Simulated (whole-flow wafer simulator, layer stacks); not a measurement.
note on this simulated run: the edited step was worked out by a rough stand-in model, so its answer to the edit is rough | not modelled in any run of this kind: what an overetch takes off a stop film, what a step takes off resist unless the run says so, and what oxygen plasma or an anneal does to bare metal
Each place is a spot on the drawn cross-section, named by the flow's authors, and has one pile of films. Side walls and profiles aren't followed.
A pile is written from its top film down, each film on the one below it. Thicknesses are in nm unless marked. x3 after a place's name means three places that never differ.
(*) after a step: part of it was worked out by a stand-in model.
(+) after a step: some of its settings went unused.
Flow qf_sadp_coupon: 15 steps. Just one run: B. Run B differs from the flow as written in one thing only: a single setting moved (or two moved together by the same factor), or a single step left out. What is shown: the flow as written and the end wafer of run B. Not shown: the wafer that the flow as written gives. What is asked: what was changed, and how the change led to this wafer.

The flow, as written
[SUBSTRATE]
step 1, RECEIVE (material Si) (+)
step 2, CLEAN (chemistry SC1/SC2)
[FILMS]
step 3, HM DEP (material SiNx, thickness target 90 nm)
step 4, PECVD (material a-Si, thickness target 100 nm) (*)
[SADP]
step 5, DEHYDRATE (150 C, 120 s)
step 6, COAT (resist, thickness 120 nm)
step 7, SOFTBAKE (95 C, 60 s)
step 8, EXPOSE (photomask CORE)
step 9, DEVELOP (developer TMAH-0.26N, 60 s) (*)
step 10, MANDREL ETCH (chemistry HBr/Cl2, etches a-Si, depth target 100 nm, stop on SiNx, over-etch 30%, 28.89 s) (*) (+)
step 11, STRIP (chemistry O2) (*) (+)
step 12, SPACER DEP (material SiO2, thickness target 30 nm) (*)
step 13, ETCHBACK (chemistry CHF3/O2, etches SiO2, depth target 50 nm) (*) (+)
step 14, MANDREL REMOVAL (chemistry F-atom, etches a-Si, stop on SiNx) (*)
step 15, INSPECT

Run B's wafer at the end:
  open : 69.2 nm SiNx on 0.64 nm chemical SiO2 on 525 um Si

Cause: step 10, MANDREL ETCH: over-etch 12% was run, whereas the flow has over-etch 30%.

How this came from the change, step by step:
  step 10, MANDREL ETCH (chemistry HBr/Cl2, etches a-Si, depth target 100 nm, stop on SiNx, over-etch 30%, 28.89 s) (*) (+)
      m: -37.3 resist (it would be, as written: -43.3 resist)
      open: -100 a-Si (all of it), -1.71 SiNx (it would be, as written: -100 a-Si (all of it), -4.29 SiNx)
  step 11, STRIP (chemistry O2) (*) (+)
      m: +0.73 chemical SiO2 (new film), -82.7 resist (all of it), -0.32 a-Si (it would be, as written: +0.74 chemical SiO2 (new film), -76.7 resist (all of it), -0.32 a-Si)
